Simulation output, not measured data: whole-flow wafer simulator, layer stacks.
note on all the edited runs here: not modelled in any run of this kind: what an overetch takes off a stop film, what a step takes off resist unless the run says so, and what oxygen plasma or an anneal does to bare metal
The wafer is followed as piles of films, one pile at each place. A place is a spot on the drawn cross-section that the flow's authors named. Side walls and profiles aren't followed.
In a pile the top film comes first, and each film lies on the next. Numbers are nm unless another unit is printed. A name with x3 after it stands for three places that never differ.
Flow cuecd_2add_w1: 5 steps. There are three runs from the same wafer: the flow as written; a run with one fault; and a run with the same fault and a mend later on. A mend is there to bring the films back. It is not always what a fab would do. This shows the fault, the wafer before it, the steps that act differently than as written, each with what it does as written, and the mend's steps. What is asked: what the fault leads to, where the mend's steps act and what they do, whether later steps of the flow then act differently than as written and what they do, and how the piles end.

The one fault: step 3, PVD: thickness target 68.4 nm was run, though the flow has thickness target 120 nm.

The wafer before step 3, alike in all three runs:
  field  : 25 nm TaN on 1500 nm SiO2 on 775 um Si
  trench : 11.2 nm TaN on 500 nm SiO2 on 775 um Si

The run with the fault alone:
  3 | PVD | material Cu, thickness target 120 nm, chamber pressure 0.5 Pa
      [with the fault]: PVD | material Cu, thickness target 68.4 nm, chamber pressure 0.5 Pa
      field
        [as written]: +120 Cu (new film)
        [with the fault]: +68.4 Cu (new film)
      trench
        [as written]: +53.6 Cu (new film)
        [with the fault]: +31 Cu (new film)
  Later steps of the flow that are run all act as written at every place that is followed, up to a difference of at most 2% or 0.5 nm, whichever is larger.
  By the end, the piles at field, trench depart from the flow's by more than 2% or 0.5 nm, whichever is larger.
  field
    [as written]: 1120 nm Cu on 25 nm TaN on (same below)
    [with the fault]: 1068.4 nm Cu on 25 nm TaN on (same below)
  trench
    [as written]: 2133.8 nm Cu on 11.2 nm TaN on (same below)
    [with the fault]: 2082.2 nm Cu on 11.2 nm TaN on (same below)

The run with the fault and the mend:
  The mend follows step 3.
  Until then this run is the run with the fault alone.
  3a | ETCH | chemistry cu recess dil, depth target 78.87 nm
      field
        -68.4 Cu (all of it)
      trench
        -31 Cu (all of it)
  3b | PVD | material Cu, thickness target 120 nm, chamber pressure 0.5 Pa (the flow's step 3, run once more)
      field
        +120 Cu (new film)
      trench
        +53.6 Cu (new film)
  Later steps of the flow that are run all act as written at every place that is followed.
  The piles end the same as the flow's at every place that both follow.
